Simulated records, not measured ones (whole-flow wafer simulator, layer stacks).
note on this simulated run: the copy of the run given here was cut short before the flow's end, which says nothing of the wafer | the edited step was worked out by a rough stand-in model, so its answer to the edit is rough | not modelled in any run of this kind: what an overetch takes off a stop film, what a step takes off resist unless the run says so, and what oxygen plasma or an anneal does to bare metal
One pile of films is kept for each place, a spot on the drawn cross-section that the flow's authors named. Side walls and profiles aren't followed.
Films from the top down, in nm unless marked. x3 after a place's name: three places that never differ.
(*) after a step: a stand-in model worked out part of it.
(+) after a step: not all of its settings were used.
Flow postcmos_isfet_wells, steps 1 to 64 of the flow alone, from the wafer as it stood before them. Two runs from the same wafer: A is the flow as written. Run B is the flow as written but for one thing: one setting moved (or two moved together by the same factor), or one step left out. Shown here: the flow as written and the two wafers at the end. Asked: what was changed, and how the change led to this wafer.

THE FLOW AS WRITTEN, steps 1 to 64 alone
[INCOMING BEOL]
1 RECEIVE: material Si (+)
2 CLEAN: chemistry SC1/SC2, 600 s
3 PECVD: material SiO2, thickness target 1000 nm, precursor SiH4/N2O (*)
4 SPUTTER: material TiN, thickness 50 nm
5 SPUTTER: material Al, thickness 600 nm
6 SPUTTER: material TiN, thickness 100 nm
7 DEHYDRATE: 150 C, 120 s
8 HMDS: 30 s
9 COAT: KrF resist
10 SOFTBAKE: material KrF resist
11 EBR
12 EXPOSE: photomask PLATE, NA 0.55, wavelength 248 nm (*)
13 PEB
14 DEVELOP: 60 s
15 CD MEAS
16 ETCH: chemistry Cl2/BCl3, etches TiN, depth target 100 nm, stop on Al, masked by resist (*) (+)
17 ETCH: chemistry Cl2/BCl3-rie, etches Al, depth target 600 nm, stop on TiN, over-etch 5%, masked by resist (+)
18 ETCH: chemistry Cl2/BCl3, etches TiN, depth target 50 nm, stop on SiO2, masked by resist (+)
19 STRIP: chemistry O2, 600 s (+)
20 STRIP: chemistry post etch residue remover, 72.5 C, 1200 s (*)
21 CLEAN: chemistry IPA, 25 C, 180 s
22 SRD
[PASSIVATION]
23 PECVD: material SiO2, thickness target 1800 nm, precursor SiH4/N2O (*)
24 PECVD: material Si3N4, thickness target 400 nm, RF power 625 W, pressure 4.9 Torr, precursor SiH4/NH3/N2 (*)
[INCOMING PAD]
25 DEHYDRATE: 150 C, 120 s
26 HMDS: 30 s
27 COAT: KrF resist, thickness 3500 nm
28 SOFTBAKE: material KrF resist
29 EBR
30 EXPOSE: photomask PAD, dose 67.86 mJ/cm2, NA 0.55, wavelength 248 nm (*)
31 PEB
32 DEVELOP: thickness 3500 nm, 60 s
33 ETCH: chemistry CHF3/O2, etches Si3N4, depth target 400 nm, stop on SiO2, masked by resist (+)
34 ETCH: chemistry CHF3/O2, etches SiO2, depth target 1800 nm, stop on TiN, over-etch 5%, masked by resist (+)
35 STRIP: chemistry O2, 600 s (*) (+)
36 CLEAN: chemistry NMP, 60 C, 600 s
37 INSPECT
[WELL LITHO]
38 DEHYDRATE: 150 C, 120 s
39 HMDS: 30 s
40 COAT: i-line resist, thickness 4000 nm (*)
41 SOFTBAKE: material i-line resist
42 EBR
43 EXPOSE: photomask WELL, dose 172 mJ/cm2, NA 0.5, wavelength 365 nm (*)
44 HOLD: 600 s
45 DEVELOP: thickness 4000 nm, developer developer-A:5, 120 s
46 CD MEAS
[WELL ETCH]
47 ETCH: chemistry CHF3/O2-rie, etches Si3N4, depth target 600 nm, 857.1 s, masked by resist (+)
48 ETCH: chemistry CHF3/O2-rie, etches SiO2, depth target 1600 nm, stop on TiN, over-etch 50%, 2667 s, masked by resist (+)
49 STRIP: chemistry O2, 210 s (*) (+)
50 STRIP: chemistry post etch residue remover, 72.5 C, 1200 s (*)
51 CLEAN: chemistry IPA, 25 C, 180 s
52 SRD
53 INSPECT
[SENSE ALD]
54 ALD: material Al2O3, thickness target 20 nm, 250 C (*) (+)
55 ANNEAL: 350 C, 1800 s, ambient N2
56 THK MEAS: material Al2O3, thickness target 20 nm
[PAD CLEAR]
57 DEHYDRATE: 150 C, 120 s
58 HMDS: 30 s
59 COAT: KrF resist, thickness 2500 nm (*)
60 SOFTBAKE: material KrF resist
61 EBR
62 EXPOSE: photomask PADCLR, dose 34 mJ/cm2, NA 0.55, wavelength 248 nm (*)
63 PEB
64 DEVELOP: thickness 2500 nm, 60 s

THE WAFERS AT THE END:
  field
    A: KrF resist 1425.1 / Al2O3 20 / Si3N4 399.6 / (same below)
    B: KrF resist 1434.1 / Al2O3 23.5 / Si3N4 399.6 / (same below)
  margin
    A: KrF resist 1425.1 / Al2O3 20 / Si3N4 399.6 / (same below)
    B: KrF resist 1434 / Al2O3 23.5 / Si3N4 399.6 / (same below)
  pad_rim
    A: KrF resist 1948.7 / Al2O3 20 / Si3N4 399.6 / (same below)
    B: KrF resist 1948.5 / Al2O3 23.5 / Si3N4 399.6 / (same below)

The cause: step 54, ALD: thickness target 23.5 nm was run, where the flow has thickness target 20 nm.
It can be read off the wafer: field has Al2O3 23.5, and step 54 as written asks for 20 nm.

How the change led to this, step by step:
  54 ALD: material Al2O3, thickness target 20 nm, 250 C (*) (+)
      field, margin, well900, well1300 x3, pad_rim, pad_clr, pad_open: A Al2O3 +20 (new film) | B Al2O3 +23.5 (new film)
